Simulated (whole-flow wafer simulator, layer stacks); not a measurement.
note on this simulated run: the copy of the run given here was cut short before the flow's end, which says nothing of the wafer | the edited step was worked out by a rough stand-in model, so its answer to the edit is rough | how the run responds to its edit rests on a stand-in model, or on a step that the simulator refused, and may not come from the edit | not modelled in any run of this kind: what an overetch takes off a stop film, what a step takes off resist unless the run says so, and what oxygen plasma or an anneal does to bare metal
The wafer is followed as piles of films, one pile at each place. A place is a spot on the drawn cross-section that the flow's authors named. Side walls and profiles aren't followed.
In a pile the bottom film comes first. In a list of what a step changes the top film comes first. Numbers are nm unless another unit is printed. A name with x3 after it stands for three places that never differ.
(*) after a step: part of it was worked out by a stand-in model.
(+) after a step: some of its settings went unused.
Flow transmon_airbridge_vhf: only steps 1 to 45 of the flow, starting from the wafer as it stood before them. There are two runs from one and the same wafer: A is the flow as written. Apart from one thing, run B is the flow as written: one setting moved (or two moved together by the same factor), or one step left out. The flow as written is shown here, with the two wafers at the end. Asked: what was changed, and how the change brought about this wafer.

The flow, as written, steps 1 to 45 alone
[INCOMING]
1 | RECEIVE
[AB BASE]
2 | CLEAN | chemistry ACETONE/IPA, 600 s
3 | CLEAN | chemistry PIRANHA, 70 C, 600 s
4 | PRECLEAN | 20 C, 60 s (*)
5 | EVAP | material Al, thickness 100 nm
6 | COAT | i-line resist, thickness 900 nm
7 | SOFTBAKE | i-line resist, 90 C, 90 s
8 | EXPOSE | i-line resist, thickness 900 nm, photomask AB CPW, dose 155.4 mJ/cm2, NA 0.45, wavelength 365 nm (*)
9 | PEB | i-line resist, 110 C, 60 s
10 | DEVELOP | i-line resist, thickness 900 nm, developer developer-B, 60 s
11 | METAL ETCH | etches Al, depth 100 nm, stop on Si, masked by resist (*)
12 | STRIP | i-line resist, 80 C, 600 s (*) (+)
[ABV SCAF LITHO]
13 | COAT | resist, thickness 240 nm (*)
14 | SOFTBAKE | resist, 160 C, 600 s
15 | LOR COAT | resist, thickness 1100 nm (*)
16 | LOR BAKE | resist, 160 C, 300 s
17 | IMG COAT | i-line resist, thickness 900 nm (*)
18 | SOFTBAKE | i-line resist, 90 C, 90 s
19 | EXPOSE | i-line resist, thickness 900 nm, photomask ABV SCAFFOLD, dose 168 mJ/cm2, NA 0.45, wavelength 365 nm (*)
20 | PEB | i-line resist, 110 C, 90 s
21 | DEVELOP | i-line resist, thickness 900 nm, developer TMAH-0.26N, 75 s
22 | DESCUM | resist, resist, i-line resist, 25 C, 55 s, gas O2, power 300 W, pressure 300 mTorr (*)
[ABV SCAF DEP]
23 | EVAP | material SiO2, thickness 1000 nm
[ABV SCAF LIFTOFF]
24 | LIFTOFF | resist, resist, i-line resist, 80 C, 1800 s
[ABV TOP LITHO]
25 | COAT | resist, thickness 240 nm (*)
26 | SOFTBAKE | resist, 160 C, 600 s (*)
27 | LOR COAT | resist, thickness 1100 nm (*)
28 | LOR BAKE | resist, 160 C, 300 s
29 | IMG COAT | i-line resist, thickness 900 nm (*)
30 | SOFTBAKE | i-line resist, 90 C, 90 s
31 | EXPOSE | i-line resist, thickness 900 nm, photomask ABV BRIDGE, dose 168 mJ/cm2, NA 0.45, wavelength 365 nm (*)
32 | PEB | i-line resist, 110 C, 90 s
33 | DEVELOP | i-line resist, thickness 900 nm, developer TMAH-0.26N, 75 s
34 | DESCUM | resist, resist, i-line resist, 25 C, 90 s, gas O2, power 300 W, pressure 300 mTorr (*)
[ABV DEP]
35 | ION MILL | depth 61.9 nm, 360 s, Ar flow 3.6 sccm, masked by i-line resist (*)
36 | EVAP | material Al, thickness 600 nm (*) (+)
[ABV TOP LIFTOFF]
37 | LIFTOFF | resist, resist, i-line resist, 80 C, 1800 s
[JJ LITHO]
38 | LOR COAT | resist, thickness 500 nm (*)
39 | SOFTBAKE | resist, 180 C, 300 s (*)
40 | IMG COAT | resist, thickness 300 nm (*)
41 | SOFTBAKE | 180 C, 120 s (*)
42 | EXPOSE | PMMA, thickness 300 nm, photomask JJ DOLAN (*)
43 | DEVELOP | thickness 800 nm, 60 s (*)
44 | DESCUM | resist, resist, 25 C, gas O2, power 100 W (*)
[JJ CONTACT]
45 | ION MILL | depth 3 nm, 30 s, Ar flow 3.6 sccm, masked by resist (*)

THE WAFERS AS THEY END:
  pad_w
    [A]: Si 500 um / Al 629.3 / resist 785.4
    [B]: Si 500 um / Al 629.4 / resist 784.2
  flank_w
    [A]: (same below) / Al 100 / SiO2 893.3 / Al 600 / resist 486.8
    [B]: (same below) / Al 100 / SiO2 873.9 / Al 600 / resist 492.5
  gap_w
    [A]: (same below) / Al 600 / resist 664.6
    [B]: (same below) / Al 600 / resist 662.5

The reason: step 17, IMG COAT: thickness 1440 nm was run, though the flow has thickness 900 nm.

The path from the change to this, step by step:
  17 | IMG COAT | i-line resist, thickness 900 nm (*)
      field x3, jj_line, trace_open_s x2, margin_s, bridge_strip, margin_n: A +900 i-line resist (new film) | B +1440 i-line resist (new film)
      pad_w, pad_e: A +894.9 i-line resist (new film) | B +1434.9 i-line resist (new film)
      (and at 6 other places as well)
  20 | PEB | i-line resist, 110 C, 90 s
      field x3, jj_line, trace_open_s x2, margin_s, bridge_strip, margin_n: A -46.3 i-line resist | B -75.5 i-line resist
      ground_far, pad_w, pad_e: A -46 i-line resist | B -75.2 i-line resist
      (and at 5 other places as well)
  21 | DEVELOP | i-line resist, thickness 900 nm, developer TMAH-0.26N, 75 s
      margin_s, bridge_strip, margin_n: A -853.7 i-line resist (all of it), -1100 resist | B -1364.5 i-line resist (all of it), -1100 resist
      flank_w, flank_e: A -860.9 i-line resist (all of it), -1086.4 resist | B -1372.8 i-line resist (all of it), -1086.4 resist
      (and at 3 other places as well)
  23 | EVAP | material SiO2, thickness 1000 nm
      flank_w, flank_e: A +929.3 SiO2 (new film) | B +909.9 SiO2 (new film)
  24 | LIFTOFF | resist, resist, i-line resist, 80 C, 1800 s
      field x3, jj_line, trace_open_s x2: A -1000 SiO2 (all of it), -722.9 i-line resist (all of it), -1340 resist (all of it) | B -1000 SiO2 (all of it), -1233.7 i-line resist (all of it), -1340 resist (all of it)
      pad_w, pad_e: A -1000 SiO2 (all of it), -718 i-line resist (all of it), -1330.2 resist (all of it) | B -1000 SiO2 (all of it), -1228.6 i-line resist (all of it), -1330.2 resist (all of it)
      (and at 1 other place as well)
  25 | COAT | resist, thickness 240 nm (*)
      flank_w, flank_e: A +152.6 resist (new film) | B +156.1 resist (new film)
  34 | DESCUM | resist, resist, i-line resist, 25 C, 90 s, gas O2, power 300 W, pressure 300 mTorr (*)
      flank_w, flank_e: A -152.6 resist (all of it) | B -156.1 resist (all of it)
